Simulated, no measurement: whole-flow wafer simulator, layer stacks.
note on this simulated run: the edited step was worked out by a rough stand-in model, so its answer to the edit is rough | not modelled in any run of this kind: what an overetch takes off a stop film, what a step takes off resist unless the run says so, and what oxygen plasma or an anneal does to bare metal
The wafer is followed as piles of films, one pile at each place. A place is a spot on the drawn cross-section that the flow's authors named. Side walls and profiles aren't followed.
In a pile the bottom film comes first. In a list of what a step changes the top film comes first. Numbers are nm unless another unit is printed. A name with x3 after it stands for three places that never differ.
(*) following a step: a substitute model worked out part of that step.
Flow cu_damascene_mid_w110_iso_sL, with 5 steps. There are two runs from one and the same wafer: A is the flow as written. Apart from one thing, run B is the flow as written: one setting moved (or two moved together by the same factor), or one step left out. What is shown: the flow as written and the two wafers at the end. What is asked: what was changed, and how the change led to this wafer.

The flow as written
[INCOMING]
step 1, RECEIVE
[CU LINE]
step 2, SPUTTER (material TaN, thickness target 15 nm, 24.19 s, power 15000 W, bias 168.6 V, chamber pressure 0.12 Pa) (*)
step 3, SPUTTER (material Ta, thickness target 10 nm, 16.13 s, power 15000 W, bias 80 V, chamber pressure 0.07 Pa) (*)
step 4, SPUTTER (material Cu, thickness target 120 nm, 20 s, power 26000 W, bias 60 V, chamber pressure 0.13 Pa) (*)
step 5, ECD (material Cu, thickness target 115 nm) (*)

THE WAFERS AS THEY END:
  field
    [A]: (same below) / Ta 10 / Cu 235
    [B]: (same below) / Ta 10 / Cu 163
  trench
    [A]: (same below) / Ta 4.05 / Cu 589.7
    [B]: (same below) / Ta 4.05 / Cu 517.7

What caused this: step 4, SPUTTER: thickness target 48 nm was run, whereas the flow has thickness target 120 nm; step 4, SPUTTER: 8 s was run, where the flow has 20 s.

The path from the change to this, step by step:
  step 4, SPUTTER (material Cu, thickness target 120 nm, 20 s, power 26000 W, bias 60 V, chamber pressure 0.13 Pa) (*)
      field: A +120 Cu (new film) | B +48 Cu (new film)
      trench: A +49.9 Cu (new film) | B +20 Cu (new film)
  step 5, ECD (material Cu, thickness target 115 nm) (*)
      trench: A +539.8 Cu | B +497.7 Cu
